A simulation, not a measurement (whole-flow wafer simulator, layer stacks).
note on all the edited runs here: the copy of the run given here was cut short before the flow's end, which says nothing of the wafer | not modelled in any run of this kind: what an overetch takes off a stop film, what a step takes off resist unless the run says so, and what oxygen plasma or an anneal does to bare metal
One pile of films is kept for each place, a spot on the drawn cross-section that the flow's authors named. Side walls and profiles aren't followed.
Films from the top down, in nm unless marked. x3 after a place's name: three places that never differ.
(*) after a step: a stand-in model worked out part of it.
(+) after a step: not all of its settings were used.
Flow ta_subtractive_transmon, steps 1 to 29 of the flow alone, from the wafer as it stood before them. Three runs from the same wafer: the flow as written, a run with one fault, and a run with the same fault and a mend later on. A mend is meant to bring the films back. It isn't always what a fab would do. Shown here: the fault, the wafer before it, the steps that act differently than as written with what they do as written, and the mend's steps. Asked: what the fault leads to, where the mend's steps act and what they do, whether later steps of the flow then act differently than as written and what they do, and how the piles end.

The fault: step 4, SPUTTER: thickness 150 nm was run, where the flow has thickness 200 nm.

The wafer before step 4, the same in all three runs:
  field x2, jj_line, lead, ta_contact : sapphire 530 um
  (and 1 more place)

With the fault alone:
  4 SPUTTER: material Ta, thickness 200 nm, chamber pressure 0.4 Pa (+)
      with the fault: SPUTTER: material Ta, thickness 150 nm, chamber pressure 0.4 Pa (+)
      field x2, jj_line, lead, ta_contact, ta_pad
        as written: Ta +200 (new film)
        with the fault: Ta +150 (new film)
  Later steps of the flow that act differently than as written (1 more step differs only slightly, by at most 2% or 0.5 nm, whichever is larger, and isn't shown):
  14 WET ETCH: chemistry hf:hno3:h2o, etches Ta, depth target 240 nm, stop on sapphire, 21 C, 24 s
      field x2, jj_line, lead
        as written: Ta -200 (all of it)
        with the fault: Ta -150 (all of it)
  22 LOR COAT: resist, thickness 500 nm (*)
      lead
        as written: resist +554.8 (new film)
        with the fault: resist +541.8 (new film)
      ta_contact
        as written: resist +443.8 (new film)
        with the fault: resist +456.8 (new film)
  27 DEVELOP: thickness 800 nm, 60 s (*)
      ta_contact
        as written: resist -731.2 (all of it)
        with the fault: resist -747.6 (all of it)
  At the end the piles differ from the flow's by more than 2% or 0.5 nm, whichever is larger, at ta_contact, ta_pad.
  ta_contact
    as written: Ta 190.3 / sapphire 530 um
    with the fault: Ta 140.3 / sapphire 530 um
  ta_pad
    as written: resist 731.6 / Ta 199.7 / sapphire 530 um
    with the fault: resist 739.3 / Ta 149.7 / sapphire 530 um

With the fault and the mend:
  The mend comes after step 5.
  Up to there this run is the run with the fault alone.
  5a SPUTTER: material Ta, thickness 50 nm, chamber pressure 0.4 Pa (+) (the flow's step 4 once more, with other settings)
      field x2, jj_line, lead, ta_contact, ta_pad
        Ta +50
  No later step of the flow acts differently than as written at any place that is followed.
  At the end the piles are the same as the flow's at every place that both follow.
